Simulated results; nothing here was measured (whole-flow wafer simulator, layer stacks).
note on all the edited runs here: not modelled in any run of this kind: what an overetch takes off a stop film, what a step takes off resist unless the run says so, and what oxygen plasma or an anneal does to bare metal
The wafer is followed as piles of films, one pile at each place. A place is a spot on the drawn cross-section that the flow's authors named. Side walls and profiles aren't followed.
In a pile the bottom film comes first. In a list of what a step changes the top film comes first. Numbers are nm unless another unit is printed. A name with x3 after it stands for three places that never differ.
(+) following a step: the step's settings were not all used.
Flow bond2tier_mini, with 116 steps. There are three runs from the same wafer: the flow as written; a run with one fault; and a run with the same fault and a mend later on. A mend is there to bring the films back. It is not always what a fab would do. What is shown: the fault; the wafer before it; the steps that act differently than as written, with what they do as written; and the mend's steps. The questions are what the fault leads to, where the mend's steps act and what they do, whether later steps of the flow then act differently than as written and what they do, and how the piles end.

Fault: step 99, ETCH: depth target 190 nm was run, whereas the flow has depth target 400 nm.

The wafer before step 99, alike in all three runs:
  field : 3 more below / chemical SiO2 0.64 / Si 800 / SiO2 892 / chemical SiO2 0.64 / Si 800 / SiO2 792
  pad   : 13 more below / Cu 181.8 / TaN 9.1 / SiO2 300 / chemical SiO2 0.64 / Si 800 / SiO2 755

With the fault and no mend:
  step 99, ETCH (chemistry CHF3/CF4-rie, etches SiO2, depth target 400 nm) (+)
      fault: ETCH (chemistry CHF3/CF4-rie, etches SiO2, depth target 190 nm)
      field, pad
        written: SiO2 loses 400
        fault: SiO2 loses 190
  Every later step of the flow that is run acts as written at every place that is followed.
  At field, pad, the piles at the end differ from the flow's by more than 2% or 0.5 nm, whichever is larger.
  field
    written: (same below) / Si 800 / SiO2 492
    fault: (same below) / Si 800 / SiO2 702
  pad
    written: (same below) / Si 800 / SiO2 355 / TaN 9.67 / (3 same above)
    fault: (same below) / Si 800 / SiO2 565 / TaN 9.67 / (3 same above)

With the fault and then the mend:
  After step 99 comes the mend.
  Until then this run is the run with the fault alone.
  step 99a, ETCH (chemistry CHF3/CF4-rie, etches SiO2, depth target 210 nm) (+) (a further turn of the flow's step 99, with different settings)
      field, pad
        SiO2 loses 210
  Every later step of the flow that is run acts as written at every place that is followed.
  The piles end the same as the flow's at every place that both follow.
